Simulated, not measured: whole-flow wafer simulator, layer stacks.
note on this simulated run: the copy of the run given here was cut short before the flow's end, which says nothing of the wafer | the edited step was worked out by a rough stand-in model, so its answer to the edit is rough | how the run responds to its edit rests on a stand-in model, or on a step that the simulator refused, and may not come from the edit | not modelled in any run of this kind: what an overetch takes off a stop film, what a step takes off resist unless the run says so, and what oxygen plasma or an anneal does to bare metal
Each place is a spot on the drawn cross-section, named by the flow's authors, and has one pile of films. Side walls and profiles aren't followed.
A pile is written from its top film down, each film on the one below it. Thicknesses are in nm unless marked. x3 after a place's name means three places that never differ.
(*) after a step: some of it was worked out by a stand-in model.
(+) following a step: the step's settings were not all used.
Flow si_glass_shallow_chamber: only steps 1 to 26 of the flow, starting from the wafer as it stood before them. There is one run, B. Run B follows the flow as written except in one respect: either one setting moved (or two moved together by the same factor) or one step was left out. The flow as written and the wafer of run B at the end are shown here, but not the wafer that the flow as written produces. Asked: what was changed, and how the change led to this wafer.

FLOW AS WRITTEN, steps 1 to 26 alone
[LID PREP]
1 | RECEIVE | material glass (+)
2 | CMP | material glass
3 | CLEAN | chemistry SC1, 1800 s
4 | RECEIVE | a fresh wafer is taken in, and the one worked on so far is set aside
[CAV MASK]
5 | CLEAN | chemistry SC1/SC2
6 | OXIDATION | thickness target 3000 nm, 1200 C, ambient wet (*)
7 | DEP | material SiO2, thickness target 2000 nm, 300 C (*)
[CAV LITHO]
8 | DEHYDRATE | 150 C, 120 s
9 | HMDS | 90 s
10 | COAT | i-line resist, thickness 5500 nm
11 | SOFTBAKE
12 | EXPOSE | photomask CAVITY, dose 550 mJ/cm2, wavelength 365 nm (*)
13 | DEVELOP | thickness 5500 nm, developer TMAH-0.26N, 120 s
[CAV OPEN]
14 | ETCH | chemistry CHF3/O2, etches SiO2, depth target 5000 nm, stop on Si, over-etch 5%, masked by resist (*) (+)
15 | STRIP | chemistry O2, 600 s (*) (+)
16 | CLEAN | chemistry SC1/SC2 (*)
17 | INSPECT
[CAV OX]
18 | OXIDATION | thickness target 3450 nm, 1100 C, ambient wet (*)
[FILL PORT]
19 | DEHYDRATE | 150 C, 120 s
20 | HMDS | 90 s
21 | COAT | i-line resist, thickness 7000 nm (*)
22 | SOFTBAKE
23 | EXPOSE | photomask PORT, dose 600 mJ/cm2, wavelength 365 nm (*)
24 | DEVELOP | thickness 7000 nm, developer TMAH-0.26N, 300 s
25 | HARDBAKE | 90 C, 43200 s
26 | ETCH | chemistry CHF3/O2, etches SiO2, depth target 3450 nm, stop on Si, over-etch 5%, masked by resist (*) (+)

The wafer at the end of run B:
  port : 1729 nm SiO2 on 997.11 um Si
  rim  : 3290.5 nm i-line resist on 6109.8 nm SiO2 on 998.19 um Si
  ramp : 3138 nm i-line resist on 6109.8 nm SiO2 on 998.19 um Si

The reason: step 26, ETCH: depth target 1639 nm was run, while the flow as written has depth target 3450 nm.

The path from the change to this, step by step:
  26 | ETCH | chemistry CHF3/O2, etches SiO2, depth target 3450 nm, stop on Si, over-etch 5%, masked by resist (*) (+)
      port: -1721 SiO2 (in the flow as written it would be: -3450 SiO2 (all of it), -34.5 Si)
      rim, ramp, cav, ring: -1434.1 i-line resist (in the flow as written it would be: -3018.8 i-line resist)
      (and at 1 other place as well)
